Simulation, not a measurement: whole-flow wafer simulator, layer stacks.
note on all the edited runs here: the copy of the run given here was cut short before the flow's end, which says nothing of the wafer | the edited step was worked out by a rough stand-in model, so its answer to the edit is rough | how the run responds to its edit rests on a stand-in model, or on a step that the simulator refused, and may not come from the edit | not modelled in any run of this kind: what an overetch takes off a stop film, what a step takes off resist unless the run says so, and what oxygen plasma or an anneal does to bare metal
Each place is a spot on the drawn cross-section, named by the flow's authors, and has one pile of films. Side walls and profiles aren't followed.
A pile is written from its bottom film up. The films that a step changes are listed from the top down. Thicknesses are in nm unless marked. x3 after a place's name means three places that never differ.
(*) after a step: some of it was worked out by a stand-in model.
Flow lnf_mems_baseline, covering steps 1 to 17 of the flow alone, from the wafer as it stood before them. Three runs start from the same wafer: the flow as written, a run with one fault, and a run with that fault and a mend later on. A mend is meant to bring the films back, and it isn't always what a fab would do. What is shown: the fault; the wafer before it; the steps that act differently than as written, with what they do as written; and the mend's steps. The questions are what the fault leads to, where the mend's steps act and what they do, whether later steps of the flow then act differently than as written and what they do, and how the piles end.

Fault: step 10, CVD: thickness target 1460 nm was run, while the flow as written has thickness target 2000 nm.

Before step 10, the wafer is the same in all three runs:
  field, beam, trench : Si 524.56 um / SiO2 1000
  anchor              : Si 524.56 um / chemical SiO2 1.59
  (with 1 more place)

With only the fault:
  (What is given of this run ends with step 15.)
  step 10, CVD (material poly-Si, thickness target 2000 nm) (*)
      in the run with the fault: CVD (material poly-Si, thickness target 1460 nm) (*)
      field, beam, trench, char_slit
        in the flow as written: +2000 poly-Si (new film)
        in the run with the fault: +1460 poly-Si (new film)
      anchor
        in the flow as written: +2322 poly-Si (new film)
        in the run with the fault: +1460 poly-Si (new film)
  Steps later in the flow that act otherwise than as written (not shown: 1 more step that differs only slightly, by at most 2% or 0.5 nm, whichever is larger):
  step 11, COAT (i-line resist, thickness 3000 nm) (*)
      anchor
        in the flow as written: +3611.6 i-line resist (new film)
        in the run with the fault: +3910.1 i-line resist (new film)
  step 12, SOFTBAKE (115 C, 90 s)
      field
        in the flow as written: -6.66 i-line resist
        in the run with the fault: -8.98 i-line resist
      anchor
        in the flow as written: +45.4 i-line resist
        in the run with the fault: +61.7 i-line resist
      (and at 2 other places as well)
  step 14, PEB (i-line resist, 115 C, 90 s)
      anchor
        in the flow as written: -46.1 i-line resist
        in the run with the fault: -51.8 i-line resist
  The piles after step 15 differ from the flow's at field, anchor, beam, trench, char_slit by more than 2% or 0.5 nm, whichever is larger.
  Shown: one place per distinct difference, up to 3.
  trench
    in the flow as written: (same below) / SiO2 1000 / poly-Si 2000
    in the run with the fault: (same below) / SiO2 1000 / poly-Si 1460
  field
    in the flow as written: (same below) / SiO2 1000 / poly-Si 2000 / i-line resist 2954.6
    in the run with the fault: (same below) / SiO2 1000 / poly-Si 1460 / i-line resist 2950.9
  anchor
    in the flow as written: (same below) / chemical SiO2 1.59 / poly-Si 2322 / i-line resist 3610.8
    in the run with the fault: (same below) / chemical SiO2 1.59 / poly-Si 1460 / i-line resist 3919.9

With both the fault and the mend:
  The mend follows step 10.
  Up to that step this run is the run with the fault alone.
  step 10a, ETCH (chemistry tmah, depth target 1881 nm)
      field, anchor, beam, trench, char_slit
        -1460 poly-Si (all of it)
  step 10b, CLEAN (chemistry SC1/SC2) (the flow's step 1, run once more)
      does not change any film at any place that is followed
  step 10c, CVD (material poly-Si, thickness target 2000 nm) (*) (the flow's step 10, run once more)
      field, beam, trench, char_slit
        +2000 poly-Si (new film)
      anchor
        +2322 poly-Si (new film)
  Later steps of the flow that are run all act as written at every place that is followed.
  At every place that both follow, the piles at the end match the flow's.
